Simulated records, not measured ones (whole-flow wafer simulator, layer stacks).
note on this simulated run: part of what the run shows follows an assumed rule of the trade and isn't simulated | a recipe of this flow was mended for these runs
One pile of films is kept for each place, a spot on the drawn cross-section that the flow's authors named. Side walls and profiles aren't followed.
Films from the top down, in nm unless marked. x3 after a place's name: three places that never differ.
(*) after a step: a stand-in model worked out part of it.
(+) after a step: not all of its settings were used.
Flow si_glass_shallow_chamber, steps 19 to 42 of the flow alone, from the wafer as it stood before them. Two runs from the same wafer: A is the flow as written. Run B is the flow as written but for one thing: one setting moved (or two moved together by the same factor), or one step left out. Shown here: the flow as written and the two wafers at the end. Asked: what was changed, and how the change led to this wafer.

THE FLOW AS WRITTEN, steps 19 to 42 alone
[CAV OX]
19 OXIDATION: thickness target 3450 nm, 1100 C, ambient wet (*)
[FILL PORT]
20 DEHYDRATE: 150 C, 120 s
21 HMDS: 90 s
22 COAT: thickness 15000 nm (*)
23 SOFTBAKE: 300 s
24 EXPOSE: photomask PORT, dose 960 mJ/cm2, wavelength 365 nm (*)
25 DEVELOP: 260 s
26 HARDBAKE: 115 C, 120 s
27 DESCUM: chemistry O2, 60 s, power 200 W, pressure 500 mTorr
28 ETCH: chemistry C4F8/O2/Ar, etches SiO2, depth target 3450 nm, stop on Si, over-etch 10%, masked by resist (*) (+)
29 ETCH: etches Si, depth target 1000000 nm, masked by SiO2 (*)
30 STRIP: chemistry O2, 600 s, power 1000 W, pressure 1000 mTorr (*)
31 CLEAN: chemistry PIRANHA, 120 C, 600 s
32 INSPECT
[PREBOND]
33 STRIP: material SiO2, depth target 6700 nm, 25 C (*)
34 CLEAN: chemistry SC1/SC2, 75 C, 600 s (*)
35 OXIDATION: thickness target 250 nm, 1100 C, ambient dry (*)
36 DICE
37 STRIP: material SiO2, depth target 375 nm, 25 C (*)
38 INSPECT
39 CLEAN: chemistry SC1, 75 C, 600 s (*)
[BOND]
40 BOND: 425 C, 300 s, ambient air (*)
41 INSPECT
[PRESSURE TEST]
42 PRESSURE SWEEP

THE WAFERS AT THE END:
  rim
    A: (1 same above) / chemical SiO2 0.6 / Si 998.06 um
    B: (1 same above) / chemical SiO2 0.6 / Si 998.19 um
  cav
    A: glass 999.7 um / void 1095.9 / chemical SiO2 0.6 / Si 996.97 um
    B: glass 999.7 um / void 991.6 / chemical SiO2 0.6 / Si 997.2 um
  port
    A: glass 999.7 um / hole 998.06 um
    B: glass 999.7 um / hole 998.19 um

The cause: step 19, OXIDATION: thickness target 2932 nm was run, where the flow has thickness target 3450 nm.

How the change led to this, step by step:
  19 OXIDATION: thickness target 3450 nm, 1100 C, ambient wet (*)
      rim, ramp, septum, ring: A SiO2 +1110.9, Si -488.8 | B SiO2 +830.1, Si -365.2
      cav, port: A SiO2 +3450 (new film), chemical SiO2 -0.6 (all of it), Si -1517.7 | B SiO2 +2932 (new film), chemical SiO2 -0.6 (all of it), Si -1289.8
  22 COAT: thickness 15000 nm (*)
      rim: A thick-i-line-resist +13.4 um (new film) | B thick-i-line-resist +13.35 um (new film)
      ramp: A thick-i-line-resist +12.89 um (new film) | B thick-i-line-resist +12.82 um (new film)
      (and at 3 more places)
  23 SOFTBAKE: 300 s
      rim: A thick-i-line-resist -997 | B thick-i-line-resist -1034.5
      ramp: A thick-i-line-resist -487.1 | B thick-i-line-resist -507
      (and at 4 more places)
  25 DEVELOP: 260 s
      port: A thick-i-line-resist -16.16 um (all of it) | B thick-i-line-resist -16.2 um (all of it)
  28 ETCH: chemistry C4F8/O2/Ar, etches SiO2, depth target 3450 nm, stop on Si, over-etch 10%, masked by resist (*) (+)
      rim, ramp, cav, septum, ring: A thick-i-line-resist -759 | B thick-i-line-resist -645
      port: A SiO2 -3450 (all of it), Si -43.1 | B SiO2 -2932 (all of it), Si -107.9
  29 ETCH: etches Si, depth target 1000000 nm, masked by SiO2 (*)
      rim, ramp: A thick-i-line-resist -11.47 um (all of it), SiO2 -1617.3 | B thick-i-line-resist -11.5 um (all of it), SiO2 -1604.9
      port: A hole +997.05 um (new film), Si -997.05 um (all of it) | B hole +997.21 um (new film), Si -997.21 um (all of it)
      (and at 2 more places)
  30 STRIP: chemistry O2, 600 s, power 1000 W, pressure 1000 mTorr (*)
      cav: A thick-i-line-resist -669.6 (all of it) | B thick-i-line-resist -823.9 (all of it)
  33 STRIP: material SiO2, depth target 6700 nm, 25 C (*)
      rim, ramp: A SiO2 -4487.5 (all of it) | B SiO2 -4219.1 (all of it)
      cav: A SiO2 -3450 (all of it) | B SiO2 -2932 (all of it)
      (and at 2 more places)
  40 BOND: 425 C, 300 s, ambient air (*)
      cav: A glass +999.7 um (new film), void +1095.9 (new film) | B glass +999.7 um (new film), void +991.6 (new film)
      port: A glass +999.7 um (new film), hole +1017.3 | B glass +999.7 um (new film), hole +977.6
